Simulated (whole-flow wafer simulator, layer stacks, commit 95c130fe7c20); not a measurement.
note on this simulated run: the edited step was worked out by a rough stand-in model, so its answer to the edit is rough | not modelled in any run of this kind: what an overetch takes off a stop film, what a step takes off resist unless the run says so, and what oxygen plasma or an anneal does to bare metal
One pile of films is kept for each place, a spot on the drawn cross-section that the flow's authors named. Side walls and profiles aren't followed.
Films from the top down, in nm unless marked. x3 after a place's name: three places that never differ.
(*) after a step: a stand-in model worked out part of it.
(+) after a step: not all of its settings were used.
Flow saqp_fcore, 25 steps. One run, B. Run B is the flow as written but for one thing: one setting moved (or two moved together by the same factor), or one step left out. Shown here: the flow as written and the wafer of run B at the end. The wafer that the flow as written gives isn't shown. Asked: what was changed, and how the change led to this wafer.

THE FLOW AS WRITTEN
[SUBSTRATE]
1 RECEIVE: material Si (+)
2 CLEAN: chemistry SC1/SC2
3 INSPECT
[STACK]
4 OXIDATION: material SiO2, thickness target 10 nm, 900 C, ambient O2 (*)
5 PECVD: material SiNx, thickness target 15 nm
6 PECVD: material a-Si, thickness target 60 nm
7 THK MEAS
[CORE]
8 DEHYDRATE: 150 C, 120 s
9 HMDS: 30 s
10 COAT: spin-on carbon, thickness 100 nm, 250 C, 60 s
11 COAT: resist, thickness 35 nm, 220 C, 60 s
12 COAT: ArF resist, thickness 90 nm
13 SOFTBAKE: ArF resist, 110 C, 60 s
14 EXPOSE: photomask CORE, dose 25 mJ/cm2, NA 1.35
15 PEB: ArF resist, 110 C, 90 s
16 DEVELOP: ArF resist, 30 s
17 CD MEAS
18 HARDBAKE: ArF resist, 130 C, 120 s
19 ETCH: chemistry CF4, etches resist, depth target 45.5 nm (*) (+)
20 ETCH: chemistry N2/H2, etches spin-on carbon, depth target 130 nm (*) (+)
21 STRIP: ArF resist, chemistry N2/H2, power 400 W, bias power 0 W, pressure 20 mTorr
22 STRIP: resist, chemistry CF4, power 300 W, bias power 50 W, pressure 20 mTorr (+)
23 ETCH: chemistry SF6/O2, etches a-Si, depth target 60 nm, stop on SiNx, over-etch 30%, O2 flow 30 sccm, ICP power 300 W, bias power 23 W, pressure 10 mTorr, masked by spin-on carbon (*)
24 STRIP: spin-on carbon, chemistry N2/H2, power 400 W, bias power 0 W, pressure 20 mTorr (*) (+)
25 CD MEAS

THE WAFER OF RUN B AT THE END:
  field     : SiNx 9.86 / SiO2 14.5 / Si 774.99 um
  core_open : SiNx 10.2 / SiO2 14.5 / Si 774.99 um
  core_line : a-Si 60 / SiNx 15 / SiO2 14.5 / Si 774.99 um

The cause: step 4, OXIDATION: thickness target 14.5 nm was run, where the flow has thickness target 10 nm.
It can be read off the wafer: field has SiO2 14.5, and step 4 as written asks for 10 nm.

How the change led to this, step by step:
  4 OXIDATION: material SiO2, thickness target 10 nm, 900 C, ambient O2 (*)
      field, core_open, core_line: SiO2 +14.5 (new film), chemical SiO2 -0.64 (all of it), Si -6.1 (as written it would be: SiO2 +10 (new film), chemical SiO2 -0.64 (all of it), Si -4.12)
